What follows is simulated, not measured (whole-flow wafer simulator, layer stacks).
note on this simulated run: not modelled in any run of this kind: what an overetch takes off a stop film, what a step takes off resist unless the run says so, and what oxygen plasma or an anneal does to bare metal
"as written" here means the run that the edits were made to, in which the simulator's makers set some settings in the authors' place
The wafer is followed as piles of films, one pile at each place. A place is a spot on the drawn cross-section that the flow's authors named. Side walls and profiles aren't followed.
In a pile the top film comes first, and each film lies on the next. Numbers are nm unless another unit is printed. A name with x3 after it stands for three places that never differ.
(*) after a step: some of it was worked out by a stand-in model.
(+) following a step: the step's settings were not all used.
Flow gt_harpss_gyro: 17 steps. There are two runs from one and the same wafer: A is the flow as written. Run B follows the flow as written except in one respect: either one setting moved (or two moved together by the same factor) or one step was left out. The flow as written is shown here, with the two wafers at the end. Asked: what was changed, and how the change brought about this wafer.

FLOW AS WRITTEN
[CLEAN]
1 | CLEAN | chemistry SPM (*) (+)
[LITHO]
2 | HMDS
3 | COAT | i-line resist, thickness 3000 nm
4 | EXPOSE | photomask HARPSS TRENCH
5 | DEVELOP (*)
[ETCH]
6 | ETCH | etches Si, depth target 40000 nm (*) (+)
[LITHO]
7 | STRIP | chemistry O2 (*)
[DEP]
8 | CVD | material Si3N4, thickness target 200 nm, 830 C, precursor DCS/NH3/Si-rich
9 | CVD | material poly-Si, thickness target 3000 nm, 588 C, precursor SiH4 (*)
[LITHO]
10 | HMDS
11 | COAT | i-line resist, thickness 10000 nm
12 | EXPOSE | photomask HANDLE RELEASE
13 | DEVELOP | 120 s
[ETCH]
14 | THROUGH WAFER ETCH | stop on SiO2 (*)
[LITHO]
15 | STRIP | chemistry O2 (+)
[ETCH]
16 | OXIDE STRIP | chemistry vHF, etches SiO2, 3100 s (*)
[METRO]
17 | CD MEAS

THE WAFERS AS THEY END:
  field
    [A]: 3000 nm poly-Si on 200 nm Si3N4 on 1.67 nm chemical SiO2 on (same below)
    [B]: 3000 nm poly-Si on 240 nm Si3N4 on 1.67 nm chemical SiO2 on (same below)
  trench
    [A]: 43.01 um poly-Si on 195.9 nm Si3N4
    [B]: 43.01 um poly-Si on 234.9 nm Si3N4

What caused this: step 8, CVD: thickness target 240 nm was run, while the flow as written has thickness target 200 nm.
One can read it off the wafer: field has Si3N4 240, and step 8 as written asks for 200 nm.

Step by step, how the change led to this:
  8 | CVD | material Si3N4, thickness target 200 nm, 830 C, precursor DCS/NH3/Si-rich
      field: A Si3N4 gains 200 (new film) | B Si3N4 gains 240 (new film)
      trench: A Si3N4 gains 195.9 (new film) | B Si3N4 gains 234.9 (new film)
